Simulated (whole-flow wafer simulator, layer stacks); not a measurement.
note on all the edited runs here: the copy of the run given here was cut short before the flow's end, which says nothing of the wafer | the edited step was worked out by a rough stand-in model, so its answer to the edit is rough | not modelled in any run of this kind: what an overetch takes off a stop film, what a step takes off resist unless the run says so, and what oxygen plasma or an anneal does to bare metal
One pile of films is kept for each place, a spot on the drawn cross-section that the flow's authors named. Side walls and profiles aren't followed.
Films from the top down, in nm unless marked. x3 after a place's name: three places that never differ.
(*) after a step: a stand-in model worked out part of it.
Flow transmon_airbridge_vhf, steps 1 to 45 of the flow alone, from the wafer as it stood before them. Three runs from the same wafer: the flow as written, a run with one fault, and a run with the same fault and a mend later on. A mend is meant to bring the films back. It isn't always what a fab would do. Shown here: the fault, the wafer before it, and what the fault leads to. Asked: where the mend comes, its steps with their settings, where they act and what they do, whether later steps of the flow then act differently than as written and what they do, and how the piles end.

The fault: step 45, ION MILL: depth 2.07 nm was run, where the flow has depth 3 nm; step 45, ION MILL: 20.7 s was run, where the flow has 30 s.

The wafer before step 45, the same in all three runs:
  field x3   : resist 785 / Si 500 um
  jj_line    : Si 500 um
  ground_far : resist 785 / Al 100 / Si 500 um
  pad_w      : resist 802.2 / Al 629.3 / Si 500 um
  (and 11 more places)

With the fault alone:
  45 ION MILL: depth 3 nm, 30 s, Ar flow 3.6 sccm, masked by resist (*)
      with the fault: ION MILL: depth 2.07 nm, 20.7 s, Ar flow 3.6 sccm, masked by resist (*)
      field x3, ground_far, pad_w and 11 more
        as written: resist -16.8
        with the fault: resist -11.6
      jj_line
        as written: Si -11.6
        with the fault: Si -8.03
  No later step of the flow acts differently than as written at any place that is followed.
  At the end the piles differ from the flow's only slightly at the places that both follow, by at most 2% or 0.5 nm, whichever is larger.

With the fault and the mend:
  The mend comes after step 45.
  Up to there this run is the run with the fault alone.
  45a ION MILL: depth 0.93 nm, 9.3 s, Ar flow 3.6 sccm, masked by resist (*) (the flow's step 45 once more, with other settings)
      field x3, ground_far, pad_w and 11 more
        resist -5.2
      jj_line
        Si -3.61
  No later step of the flow acts differently than as written at any place that is followed.
  At the end the piles are the same as the flow's at every place that both follow.
